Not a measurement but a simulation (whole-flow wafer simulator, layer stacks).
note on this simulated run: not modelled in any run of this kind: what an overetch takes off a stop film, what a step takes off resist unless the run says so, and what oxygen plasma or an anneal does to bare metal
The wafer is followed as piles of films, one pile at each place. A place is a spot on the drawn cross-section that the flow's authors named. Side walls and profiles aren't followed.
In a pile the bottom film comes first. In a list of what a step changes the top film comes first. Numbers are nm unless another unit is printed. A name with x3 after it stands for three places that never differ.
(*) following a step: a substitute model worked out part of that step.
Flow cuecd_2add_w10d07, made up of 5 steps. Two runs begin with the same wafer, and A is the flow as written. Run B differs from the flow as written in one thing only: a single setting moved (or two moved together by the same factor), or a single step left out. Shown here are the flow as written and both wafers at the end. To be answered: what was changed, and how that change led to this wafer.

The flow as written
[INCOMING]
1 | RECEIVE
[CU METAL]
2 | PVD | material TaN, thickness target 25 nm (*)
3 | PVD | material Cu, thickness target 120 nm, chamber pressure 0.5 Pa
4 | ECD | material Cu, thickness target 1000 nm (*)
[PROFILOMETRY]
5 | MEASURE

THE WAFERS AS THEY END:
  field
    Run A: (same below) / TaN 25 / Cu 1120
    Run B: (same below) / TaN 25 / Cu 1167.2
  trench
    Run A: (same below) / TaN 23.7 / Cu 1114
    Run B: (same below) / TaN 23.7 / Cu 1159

The reason: step 3, PVD: thickness target 167.2 nm was run, while the flow as written has thickness target 120 nm.

The path from the change to this, step by step:
  3 | PVD | material Cu, thickness target 120 nm, chamber pressure 0.5 Pa
      field: A Cu gains 120 (new film) | B Cu gains 167.2 (new film)
      trench: A Cu gains 114 (new film) | B Cu gains 159 (new film)
